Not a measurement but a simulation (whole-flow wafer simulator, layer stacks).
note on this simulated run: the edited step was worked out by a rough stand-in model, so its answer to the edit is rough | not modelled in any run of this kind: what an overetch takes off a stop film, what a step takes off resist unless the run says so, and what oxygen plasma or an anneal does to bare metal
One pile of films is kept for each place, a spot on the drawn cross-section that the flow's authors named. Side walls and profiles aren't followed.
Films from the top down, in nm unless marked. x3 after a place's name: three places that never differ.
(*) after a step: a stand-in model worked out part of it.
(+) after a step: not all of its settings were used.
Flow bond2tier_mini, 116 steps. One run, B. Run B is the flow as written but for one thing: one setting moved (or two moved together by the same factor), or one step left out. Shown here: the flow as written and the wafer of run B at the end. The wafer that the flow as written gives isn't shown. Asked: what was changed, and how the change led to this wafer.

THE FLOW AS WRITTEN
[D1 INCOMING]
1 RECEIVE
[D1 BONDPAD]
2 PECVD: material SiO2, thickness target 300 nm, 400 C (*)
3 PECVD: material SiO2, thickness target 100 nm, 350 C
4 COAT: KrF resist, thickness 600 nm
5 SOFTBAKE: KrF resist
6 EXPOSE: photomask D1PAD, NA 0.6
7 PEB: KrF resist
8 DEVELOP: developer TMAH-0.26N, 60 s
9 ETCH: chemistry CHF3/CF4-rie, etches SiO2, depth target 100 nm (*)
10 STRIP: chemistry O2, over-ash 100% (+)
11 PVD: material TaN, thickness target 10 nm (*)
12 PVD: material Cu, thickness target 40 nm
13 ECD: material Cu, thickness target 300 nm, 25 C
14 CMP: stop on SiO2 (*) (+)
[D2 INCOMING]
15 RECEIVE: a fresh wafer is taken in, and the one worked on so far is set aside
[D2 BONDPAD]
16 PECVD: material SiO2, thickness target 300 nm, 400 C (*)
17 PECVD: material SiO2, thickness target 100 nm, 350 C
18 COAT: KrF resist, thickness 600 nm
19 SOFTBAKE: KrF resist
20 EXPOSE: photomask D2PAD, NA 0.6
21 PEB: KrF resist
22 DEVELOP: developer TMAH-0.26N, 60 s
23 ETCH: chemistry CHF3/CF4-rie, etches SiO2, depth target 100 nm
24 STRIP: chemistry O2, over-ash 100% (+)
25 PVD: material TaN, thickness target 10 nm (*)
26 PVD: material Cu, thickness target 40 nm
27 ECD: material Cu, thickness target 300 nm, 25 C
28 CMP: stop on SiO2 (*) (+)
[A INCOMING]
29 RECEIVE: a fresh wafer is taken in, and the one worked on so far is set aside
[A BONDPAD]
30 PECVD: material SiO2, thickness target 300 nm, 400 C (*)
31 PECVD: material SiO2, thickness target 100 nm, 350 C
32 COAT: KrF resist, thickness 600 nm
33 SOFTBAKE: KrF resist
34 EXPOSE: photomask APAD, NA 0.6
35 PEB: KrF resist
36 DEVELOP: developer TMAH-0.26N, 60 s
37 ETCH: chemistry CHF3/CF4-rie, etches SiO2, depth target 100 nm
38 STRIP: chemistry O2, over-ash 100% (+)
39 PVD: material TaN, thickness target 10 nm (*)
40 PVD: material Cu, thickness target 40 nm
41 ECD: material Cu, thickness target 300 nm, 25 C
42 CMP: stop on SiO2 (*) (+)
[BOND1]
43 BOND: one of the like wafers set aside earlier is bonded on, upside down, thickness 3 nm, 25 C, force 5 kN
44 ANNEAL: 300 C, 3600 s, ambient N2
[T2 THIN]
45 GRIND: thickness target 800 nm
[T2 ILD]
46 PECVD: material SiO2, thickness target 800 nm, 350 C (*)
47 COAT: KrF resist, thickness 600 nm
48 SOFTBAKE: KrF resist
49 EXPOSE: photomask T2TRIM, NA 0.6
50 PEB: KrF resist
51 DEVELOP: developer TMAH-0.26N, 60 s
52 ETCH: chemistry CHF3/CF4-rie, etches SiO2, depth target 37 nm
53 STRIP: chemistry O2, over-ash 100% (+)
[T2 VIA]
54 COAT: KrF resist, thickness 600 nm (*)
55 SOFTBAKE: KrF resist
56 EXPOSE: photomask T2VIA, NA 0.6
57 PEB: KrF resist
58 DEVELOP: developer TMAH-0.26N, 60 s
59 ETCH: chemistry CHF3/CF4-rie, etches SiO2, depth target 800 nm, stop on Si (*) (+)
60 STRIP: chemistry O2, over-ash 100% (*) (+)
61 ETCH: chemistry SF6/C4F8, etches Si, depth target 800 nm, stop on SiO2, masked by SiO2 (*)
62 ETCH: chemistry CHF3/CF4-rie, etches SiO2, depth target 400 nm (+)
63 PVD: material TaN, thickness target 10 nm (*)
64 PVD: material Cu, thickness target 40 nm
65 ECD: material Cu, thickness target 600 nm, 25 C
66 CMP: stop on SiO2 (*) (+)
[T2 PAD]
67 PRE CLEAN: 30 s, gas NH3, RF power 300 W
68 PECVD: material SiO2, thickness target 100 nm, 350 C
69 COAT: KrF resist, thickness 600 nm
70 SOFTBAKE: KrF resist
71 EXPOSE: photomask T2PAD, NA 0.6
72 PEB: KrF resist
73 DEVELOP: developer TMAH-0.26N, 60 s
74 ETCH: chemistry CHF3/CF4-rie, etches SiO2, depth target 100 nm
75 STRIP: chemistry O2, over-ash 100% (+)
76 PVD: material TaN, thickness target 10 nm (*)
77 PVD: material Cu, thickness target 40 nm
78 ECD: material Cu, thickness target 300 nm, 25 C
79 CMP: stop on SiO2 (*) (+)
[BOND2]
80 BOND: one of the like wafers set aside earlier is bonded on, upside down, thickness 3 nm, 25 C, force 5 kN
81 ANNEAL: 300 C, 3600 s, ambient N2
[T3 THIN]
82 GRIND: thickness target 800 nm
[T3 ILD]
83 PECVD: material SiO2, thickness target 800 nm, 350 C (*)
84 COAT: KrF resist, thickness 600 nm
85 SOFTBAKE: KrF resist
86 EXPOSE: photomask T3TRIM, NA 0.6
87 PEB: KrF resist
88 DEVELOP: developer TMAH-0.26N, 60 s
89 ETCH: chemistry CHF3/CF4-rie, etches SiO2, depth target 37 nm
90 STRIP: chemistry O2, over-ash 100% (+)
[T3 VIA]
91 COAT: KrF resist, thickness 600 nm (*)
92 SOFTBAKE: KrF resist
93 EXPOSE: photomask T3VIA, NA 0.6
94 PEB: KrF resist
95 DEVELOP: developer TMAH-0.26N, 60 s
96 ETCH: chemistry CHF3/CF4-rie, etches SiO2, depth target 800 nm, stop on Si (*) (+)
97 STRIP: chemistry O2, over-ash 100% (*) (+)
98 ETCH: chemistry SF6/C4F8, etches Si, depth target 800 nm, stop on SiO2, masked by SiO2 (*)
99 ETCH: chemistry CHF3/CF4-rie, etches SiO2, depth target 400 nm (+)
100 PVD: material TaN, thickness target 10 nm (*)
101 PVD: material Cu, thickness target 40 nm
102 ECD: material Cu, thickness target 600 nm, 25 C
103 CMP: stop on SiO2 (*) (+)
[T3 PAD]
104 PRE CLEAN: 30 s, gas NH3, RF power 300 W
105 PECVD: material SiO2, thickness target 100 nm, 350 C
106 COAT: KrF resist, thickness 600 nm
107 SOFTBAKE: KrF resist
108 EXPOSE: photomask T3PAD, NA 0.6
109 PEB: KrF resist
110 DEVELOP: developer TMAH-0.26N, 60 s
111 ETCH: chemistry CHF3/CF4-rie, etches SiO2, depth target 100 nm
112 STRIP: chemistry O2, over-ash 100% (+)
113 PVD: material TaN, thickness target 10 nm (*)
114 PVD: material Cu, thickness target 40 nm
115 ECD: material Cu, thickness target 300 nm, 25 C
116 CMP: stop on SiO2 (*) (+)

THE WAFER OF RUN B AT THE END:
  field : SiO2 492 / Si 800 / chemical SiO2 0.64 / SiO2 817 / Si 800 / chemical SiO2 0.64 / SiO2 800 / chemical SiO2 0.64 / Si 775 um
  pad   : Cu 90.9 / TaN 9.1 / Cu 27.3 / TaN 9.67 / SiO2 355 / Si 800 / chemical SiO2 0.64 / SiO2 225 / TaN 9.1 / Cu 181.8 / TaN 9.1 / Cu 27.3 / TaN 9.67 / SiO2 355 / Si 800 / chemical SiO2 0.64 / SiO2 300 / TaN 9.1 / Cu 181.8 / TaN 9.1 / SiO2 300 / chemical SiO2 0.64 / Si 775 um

The cause: step 16, PECVD: thickness target 225 nm was run, where the flow has thickness target 300 nm.
It can be read off the wafer: pad has SiO2 225, and step 16 as written asks for 300 nm.

How the change led to this, step by step:
  16 PECVD: material SiO2, thickness target 300 nm, 400 C (*)
      field, pad, via: SiO2 +225 (new film) (as written it would be: SiO2 +300 (new film))
  80 BOND: one of the like wafers set aside earlier is bonded on, upside down, thickness 3 nm, 25 C, force 5 kN
      field: Si +775 um (new film), chemical SiO2 +0.64 (new film), SiO2 +325 (as written it would be: Si +775 um (new film), chemical SiO2 +0.64 (new film), SiO2 +400)
      pad: Si +775 um (new film), chemical SiO2 +0.64 (new film), SiO2 +225 (new film), TaN +9.1 (new film), Cu +90.9 (as written it would be: Si +775 um (new film), chemical SiO2 +0.64 (new film), SiO2 +300 (new film), TaN +9.1 (new film), Cu +90.9)
